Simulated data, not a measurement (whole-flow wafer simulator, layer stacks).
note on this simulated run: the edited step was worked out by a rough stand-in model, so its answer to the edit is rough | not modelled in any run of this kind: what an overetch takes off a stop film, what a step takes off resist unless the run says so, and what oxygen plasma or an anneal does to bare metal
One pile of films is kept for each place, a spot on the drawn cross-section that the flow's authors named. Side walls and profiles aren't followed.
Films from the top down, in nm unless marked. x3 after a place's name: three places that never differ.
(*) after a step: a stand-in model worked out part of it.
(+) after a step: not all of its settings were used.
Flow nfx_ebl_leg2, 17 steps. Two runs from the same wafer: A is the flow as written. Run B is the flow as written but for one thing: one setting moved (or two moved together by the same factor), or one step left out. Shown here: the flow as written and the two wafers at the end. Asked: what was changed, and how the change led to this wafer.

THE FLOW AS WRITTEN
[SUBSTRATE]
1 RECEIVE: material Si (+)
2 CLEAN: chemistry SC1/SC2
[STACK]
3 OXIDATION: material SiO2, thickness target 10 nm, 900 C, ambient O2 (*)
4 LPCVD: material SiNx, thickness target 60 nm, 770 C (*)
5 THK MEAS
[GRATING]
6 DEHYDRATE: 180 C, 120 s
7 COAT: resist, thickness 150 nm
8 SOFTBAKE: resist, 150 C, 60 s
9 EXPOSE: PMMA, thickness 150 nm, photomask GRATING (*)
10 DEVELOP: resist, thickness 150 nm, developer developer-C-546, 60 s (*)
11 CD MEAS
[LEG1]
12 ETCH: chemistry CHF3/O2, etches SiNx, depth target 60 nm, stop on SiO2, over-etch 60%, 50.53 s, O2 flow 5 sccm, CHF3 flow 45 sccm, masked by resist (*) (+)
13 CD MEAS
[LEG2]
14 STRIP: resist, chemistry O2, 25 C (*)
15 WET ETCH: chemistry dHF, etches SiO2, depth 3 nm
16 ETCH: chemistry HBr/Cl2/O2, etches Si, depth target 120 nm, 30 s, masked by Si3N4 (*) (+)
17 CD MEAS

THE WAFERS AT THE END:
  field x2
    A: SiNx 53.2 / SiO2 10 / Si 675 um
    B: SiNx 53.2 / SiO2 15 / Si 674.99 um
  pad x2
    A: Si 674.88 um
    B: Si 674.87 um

The cause: step 3, OXIDATION: thickness target 15 nm was run, where the flow has thickness target 10 nm.
It can be read off the wafer: field x2 has SiO2 15, and step 3 as written asks for 10 nm.

How the change led to this, step by step:
  3 OXIDATION: material SiO2, thickness target 10 nm, 900 C, ambient O2 (*)
      field x2, pad x2: A SiO2 +10 (new film), chemical SiO2 -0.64 (all of it), Si -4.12 | B SiO2 +15 (new film), chemical SiO2 -0.64 (all of it), Si -6.32
  12 ETCH: chemistry CHF3/O2, etches SiNx, depth target 60 nm, stop on SiO2, over-etch 60%, 50.53 s, O2 flow 5 sccm, CHF3 flow 45 sccm, masked by resist (*) (+)
      pad x2: A SiNx -60 (all of it), SiO2 -10 (all of it) | B SiNx -60 (all of it), SiO2 -15 (all of it)
